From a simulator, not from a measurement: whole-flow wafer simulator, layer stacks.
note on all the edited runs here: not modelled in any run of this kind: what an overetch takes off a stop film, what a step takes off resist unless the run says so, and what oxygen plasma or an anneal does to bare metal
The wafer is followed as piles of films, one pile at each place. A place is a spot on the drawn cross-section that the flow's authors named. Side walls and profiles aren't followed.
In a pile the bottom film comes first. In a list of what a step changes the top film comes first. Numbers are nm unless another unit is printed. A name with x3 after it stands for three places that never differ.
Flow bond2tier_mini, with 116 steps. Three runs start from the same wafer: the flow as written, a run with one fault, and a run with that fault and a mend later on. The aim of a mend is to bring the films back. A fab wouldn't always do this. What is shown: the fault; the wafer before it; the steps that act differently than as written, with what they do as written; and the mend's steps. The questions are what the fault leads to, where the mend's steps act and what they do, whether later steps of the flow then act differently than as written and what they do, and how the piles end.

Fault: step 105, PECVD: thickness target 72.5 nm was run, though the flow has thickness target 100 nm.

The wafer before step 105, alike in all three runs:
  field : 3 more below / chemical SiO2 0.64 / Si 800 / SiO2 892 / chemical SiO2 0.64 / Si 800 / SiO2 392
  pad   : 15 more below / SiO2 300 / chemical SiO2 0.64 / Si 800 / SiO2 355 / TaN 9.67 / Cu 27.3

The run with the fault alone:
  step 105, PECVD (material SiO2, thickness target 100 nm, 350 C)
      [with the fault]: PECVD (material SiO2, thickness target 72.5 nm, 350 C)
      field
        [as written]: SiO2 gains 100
        [with the fault]: SiO2 gains 72.5
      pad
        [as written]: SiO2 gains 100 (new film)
        [with the fault]: SiO2 gains 72.5 (new film)
  Steps further on in the flow that do not act as written (1 other step is not shown; it differs only slightly, by no more than 2% or 0.5 nm, whichever is larger):
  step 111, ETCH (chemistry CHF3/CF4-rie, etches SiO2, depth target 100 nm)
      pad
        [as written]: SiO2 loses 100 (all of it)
        [with the fault]: SiO2 loses 72.5 (all of it), Cu loses 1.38
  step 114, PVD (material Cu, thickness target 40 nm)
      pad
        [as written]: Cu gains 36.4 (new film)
        [with the fault]: Cu gains 37.3 (new film)
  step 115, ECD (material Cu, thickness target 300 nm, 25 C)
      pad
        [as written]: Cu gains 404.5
        [with the fault]: Cu gains 377.2
  The piles end different from the flow's at field, pad by more than 2% or 0.5 nm, whichever is larger.
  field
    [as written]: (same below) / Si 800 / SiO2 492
    [with the fault]: (same below) / Si 800 / SiO2 464.5
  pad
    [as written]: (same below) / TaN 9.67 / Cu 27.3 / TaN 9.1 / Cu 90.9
    [with the fault]: (same below) / TaN 9.67 / Cu 26 / TaN 9.38 / Cu 64.5

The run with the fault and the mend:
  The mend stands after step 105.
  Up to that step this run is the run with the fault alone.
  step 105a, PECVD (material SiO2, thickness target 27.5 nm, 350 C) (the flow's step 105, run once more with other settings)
      field, pad
        SiO2 gains 27.5
  None of the later steps of the flow acts differently than as written at any place that is followed.
  At every place that both follow, the piles at the end match the flow's.
